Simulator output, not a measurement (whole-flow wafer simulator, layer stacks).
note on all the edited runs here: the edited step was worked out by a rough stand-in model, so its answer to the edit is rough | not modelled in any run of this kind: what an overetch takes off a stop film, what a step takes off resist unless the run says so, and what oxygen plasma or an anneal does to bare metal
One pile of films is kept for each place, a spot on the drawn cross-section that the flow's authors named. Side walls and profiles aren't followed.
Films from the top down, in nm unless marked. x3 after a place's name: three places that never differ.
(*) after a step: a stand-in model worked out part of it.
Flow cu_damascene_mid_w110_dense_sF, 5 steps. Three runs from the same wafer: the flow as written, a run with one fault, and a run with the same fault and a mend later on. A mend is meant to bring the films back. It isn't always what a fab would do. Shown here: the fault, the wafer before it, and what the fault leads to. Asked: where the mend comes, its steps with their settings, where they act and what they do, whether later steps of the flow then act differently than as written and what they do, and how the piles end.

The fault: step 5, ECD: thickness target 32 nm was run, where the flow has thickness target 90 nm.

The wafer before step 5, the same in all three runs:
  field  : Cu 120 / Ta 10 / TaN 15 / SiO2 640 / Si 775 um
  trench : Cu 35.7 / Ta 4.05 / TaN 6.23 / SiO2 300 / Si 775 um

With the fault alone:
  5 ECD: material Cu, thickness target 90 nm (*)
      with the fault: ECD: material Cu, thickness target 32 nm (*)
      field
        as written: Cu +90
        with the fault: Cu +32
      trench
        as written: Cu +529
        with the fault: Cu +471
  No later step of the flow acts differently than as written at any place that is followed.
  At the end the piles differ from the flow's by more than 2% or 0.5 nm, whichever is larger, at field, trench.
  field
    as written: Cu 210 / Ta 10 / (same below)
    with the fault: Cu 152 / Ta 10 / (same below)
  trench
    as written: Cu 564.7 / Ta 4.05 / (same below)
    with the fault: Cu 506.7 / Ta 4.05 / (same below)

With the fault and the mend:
  The mend comes after step 5.
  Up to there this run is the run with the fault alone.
  5a ECD: material Cu, thickness target 58 nm (the flow's step 5 once more, with other settings)
      field, trench
        Cu +58
  No later step of the flow acts differently than as written at any place that is followed.
  At the end the piles are the same as the flow's at every place that both follow.
